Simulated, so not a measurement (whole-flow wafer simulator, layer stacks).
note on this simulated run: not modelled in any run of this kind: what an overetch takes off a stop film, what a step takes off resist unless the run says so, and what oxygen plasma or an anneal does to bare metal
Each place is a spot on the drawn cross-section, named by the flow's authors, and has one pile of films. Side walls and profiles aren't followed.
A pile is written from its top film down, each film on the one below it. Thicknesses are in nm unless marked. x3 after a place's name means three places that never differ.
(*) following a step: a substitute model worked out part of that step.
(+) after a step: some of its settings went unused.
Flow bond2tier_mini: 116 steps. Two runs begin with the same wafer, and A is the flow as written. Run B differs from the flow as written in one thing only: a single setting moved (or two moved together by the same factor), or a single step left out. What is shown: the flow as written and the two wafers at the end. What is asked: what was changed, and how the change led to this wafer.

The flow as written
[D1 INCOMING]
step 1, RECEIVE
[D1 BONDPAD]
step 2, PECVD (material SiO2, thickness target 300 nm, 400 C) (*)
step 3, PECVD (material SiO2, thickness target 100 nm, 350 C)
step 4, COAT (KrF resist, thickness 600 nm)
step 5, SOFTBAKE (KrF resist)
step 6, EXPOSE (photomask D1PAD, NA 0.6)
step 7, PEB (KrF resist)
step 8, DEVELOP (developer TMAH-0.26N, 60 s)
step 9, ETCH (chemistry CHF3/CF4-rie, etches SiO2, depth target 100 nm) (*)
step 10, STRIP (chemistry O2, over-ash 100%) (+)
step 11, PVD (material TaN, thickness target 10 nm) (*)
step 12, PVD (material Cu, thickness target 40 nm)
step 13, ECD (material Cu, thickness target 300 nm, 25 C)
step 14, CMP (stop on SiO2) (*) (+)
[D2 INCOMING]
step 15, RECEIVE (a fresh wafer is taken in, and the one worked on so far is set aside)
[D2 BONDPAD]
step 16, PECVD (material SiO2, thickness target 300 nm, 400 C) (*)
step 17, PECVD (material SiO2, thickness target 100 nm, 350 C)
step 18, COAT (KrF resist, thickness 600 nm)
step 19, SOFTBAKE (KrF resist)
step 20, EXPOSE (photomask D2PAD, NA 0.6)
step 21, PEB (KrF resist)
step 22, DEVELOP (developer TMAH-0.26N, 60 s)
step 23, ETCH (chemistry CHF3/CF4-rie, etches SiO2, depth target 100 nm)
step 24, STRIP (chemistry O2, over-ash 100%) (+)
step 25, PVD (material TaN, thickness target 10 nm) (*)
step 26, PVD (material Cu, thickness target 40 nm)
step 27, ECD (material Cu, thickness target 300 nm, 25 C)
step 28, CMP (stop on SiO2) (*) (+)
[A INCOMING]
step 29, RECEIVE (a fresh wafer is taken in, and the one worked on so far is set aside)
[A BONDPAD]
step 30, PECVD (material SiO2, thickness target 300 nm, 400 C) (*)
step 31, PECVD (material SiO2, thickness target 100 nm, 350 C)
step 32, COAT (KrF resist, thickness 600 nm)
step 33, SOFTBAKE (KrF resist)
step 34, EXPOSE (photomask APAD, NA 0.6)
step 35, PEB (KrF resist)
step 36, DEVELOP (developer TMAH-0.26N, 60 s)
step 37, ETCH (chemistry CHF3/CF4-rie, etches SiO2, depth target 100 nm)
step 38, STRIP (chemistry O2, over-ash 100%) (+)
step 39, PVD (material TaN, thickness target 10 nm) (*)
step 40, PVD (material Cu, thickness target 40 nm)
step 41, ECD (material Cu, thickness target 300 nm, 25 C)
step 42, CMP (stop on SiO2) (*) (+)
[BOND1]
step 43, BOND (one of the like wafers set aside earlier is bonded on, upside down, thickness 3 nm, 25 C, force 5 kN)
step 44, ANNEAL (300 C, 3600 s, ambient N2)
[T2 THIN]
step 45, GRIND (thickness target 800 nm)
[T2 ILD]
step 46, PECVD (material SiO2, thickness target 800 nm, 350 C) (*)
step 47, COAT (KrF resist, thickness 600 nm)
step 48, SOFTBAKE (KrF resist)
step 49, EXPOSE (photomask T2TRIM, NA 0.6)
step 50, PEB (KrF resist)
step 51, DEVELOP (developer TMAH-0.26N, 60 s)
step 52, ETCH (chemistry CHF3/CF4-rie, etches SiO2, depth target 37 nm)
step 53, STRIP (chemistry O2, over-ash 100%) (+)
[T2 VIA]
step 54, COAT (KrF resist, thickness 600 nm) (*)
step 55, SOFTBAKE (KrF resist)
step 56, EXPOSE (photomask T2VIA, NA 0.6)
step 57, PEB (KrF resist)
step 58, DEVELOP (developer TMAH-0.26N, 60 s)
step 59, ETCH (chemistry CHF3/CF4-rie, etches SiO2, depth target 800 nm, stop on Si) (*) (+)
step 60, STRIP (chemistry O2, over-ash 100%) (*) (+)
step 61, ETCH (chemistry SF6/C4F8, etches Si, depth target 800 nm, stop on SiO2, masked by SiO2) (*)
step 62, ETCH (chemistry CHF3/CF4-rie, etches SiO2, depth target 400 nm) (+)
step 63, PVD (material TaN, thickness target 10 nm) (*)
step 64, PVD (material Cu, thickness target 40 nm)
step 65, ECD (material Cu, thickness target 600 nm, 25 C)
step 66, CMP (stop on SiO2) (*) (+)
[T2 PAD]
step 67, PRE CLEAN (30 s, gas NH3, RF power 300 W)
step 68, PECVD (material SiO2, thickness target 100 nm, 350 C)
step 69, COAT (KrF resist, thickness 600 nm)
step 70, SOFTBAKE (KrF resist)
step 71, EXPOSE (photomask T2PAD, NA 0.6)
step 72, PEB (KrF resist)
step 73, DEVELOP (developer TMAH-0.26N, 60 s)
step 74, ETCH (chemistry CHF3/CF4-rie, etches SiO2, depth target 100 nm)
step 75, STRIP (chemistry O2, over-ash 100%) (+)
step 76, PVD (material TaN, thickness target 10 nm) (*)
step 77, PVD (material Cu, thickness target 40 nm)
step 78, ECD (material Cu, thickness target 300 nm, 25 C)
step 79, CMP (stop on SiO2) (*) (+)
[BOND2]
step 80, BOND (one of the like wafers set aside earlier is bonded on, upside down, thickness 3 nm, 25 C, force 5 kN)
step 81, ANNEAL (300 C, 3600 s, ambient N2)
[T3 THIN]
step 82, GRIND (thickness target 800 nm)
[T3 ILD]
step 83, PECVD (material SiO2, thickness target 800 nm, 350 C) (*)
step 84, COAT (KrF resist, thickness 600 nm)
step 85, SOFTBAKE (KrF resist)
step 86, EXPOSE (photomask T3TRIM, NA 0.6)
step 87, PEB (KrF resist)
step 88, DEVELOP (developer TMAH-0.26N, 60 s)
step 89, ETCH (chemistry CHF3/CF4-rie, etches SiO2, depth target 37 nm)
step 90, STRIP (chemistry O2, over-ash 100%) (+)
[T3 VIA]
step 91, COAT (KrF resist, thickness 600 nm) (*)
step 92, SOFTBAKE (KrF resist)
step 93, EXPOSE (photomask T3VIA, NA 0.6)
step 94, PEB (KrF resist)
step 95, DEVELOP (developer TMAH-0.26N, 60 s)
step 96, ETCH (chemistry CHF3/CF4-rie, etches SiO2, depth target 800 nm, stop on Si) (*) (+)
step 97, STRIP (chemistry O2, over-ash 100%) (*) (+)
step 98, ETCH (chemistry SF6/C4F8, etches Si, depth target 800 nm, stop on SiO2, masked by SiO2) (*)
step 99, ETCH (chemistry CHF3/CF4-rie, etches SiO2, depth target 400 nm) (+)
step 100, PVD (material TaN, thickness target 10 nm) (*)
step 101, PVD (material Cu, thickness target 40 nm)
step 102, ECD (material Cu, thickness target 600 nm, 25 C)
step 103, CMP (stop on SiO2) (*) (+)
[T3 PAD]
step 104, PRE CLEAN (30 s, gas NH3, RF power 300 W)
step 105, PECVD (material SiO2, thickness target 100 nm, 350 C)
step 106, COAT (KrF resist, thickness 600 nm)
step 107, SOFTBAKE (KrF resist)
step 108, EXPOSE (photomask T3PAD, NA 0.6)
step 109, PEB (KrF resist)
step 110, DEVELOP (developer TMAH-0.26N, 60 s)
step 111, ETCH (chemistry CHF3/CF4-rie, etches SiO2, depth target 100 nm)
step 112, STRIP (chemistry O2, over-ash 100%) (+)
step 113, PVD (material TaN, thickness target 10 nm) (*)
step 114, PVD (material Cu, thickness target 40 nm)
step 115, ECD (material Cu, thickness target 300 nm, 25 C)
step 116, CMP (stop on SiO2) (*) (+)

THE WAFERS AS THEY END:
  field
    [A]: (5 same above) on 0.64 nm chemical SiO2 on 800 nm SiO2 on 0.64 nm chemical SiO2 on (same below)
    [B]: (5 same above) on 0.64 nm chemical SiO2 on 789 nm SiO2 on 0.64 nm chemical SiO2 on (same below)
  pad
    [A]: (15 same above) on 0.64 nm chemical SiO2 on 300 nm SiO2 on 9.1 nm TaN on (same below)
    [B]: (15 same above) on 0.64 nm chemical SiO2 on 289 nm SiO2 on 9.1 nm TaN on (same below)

The reason: step 3, PECVD: thickness target 89 nm was run, though the flow has thickness target 100 nm.

The path from the change to this, step by step:
  step 3, PECVD (material SiO2, thickness target 100 nm, 350 C)
      field, pad, via: A +100 SiO2 | B +89 SiO2
  step 43, BOND (one of the like wafers set aside earlier is bonded on, upside down, thickness 3 nm, 25 C, force 5 kN)
      field: A +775 um Si (new film), +0.64 chemical SiO2 (new film), +400 SiO2 | B +775 um Si (new film), +0.64 chemical SiO2 (new film), +389 SiO2
      pad: A +775 um Si (new film), +0.64 chemical SiO2 (new film), +300 SiO2 (new film), +9.1 TaN (new film), +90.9 Cu | B +775 um Si (new film), +0.64 chemical SiO2 (new film), +289 SiO2 (new film), +9.1 TaN (new film), +90.9 Cu
      (and at 1 other place as well)
